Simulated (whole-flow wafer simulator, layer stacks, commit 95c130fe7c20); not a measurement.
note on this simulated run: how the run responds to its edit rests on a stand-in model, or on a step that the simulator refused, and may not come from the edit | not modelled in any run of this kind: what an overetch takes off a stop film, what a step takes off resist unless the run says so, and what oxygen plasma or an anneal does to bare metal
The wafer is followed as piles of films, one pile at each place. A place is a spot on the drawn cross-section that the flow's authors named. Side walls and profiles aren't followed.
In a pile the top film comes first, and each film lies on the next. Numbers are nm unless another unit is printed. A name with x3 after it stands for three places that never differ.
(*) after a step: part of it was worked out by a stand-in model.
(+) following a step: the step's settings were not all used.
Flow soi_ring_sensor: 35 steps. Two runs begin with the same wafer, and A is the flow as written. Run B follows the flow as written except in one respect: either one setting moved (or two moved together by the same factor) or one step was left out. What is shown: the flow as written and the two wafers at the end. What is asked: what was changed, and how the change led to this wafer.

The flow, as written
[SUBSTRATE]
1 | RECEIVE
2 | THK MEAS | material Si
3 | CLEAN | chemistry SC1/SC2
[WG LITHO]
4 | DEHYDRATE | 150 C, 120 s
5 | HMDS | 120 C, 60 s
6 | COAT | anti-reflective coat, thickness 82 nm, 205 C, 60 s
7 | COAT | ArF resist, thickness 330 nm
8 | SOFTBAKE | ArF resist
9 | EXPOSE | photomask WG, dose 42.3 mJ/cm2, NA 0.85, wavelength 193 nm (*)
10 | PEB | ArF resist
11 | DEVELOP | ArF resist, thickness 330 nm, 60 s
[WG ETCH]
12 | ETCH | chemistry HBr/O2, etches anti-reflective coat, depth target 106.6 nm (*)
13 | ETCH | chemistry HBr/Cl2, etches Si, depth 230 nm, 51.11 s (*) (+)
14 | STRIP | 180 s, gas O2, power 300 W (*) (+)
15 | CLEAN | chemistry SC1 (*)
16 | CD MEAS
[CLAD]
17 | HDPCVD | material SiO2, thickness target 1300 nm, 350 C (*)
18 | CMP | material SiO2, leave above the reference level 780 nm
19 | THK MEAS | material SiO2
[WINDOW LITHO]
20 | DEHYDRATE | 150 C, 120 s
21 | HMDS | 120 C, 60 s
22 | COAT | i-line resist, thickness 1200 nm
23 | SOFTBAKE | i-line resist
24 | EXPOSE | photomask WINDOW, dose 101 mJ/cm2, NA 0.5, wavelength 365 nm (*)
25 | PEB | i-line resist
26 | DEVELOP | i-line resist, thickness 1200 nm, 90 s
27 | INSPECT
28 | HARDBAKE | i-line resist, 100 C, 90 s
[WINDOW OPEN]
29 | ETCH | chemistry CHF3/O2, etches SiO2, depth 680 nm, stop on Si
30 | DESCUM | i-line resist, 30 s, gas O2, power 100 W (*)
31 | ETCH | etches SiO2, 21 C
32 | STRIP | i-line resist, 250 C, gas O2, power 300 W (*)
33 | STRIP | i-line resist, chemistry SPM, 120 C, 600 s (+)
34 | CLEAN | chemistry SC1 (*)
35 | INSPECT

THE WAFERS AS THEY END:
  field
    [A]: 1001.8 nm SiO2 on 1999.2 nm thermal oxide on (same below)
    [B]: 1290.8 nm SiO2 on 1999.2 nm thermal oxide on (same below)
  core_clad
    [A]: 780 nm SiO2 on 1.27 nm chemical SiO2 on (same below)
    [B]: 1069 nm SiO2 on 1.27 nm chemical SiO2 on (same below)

Cause: step 18, CMP: leave above the reference level 1069 nm was run, while the flow as written has leave above the reference level 780 nm.
One can read it off the wafer: core_clad has SiO2 1069, and step 18 as written asks for 780 nm.

The path from the change to this, step by step:
  18 | CMP | material SiO2, leave above the reference level 780 nm
      gap, window, field, gap_clad: A -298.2 SiO2 | B -9.24 SiO2
      core, core_clad: A -520 SiO2 | B -231 SiO2
  31 | ETCH | etches SiO2, 21 C
      core: A -100 SiO2 (all of it), -1.27 chemical SiO2 (all of it) | B -389 SiO2 (all of it), -1.27 chemical SiO2 (all of it)
